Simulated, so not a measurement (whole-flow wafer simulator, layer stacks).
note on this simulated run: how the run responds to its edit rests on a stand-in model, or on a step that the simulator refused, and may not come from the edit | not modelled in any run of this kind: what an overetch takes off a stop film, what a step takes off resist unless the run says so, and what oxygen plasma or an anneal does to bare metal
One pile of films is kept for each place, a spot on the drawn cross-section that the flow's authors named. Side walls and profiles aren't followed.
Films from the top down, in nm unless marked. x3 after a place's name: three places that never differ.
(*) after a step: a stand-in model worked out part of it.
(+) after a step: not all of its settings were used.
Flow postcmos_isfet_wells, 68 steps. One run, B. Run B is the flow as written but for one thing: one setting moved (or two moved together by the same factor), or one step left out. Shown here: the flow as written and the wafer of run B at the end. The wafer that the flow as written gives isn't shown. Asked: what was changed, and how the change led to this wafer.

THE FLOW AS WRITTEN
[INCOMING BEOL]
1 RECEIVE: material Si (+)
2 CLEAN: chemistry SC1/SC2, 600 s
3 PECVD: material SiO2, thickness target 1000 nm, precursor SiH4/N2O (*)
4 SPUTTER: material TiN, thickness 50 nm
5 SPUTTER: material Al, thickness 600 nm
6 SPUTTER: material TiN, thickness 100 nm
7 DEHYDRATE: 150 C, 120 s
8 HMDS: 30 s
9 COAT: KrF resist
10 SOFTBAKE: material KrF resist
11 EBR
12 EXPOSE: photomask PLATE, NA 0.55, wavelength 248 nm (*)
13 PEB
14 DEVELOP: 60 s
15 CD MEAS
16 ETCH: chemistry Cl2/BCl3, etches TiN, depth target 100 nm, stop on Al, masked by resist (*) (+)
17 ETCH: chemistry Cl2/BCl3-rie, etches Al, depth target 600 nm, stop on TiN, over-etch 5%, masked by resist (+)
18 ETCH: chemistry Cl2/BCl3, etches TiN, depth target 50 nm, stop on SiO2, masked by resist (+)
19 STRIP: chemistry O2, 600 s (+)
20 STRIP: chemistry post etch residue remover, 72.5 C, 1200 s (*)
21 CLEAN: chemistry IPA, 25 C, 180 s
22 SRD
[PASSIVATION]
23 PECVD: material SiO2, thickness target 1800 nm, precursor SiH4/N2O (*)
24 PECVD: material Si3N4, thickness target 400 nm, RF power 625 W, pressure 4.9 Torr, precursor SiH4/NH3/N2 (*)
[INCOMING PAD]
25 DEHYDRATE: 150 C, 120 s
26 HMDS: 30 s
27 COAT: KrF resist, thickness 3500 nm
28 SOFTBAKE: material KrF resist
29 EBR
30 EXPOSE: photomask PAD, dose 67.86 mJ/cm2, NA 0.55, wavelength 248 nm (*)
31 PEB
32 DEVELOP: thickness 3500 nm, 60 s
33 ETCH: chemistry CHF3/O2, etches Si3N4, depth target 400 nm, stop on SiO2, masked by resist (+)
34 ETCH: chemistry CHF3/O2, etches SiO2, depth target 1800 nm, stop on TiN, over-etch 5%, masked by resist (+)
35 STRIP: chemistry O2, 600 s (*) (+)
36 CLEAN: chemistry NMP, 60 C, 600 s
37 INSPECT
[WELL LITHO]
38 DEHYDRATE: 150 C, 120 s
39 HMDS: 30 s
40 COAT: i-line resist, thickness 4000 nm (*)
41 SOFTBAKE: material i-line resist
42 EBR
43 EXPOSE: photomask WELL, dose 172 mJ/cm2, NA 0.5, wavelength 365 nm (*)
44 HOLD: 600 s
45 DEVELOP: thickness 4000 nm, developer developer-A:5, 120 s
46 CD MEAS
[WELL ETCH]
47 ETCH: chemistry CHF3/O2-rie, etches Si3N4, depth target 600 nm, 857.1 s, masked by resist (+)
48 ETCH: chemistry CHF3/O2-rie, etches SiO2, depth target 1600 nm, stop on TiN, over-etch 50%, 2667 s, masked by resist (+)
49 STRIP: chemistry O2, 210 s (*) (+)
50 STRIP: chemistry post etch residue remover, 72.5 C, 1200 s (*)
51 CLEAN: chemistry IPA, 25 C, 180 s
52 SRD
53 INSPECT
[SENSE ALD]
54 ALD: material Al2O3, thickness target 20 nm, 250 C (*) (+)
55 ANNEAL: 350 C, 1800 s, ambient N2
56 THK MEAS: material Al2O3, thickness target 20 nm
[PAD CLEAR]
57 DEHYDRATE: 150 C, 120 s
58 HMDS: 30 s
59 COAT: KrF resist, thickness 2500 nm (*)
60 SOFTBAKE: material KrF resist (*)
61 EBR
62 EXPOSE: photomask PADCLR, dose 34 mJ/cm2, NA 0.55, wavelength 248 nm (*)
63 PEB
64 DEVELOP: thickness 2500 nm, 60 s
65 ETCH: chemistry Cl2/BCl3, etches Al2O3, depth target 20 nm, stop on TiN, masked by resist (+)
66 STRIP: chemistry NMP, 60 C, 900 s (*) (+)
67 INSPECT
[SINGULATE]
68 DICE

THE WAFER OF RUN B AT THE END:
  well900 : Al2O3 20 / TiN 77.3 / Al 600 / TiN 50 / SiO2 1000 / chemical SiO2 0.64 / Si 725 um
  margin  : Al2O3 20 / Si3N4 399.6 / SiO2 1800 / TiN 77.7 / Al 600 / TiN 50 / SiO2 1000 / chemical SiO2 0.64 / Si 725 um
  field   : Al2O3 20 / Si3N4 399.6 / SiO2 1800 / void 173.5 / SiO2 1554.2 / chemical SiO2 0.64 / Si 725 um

The cause: step 6, SPUTTER: thickness 78.12 nm was run, where the flow has thickness 100 nm.

How the change led to this, step by step:
  6 SPUTTER: material TiN, thickness 100 nm
      field, margin, well900 and 6 more: TiN +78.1 (new film) (as written it would be: TiN +100 (new film))
  16 ETCH: chemistry Cl2/BCl3, etches TiN, depth target 100 nm, stop on Al, masked by resist (*) (+)
      field: TiN -78.1 (all of it) (as written it would be: TiN -100 (all of it))
  23 PECVD: material SiO2, thickness target 1800 nm, precursor SiH4/N2O (*)
      field: SiO2 +1800 (new film), void +173.5 (new film), SiO2 +554.2 (as written it would be: SiO2 +1800 (new film), void +189.9 (new film), SiO2 +559.7)
